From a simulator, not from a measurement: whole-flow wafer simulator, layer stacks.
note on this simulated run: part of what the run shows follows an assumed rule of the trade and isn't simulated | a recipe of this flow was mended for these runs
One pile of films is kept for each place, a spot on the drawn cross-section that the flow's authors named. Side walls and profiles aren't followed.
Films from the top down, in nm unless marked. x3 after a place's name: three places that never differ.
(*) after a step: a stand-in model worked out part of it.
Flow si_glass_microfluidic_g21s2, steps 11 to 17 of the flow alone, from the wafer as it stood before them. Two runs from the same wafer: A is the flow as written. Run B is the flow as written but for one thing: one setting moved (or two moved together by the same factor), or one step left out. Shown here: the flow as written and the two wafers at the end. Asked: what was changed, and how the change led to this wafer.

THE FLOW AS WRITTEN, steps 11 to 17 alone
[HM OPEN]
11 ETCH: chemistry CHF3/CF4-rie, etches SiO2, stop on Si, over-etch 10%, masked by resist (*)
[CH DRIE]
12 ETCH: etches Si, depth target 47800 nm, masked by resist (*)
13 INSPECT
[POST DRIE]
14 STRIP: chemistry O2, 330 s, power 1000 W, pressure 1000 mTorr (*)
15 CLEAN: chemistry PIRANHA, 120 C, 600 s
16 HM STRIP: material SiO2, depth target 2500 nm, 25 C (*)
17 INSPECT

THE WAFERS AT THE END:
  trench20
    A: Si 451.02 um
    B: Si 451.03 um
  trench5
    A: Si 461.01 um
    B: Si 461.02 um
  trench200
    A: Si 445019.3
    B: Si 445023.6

The cause: step 11, ETCH: over-etch 4% was run, where the flow has over-etch 10%.

How the change led to this, step by step:
  11 ETCH: chemistry CHF3/CF4-rie, etches SiO2, stop on Si, over-etch 10%, masked by resist (*)
      trench20, trench5, trench200: A SiO2 -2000 (all of it), Si -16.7 | B SiO2 -2000 (all of it), Si -6.67
      land: A thick-i-line-resist -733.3 | B thick-i-line-resist -693.3
  12 ETCH: etches Si, depth target 47800 nm, masked by resist (*)
      trench5: A Si -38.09 um | B Si -38.08 um
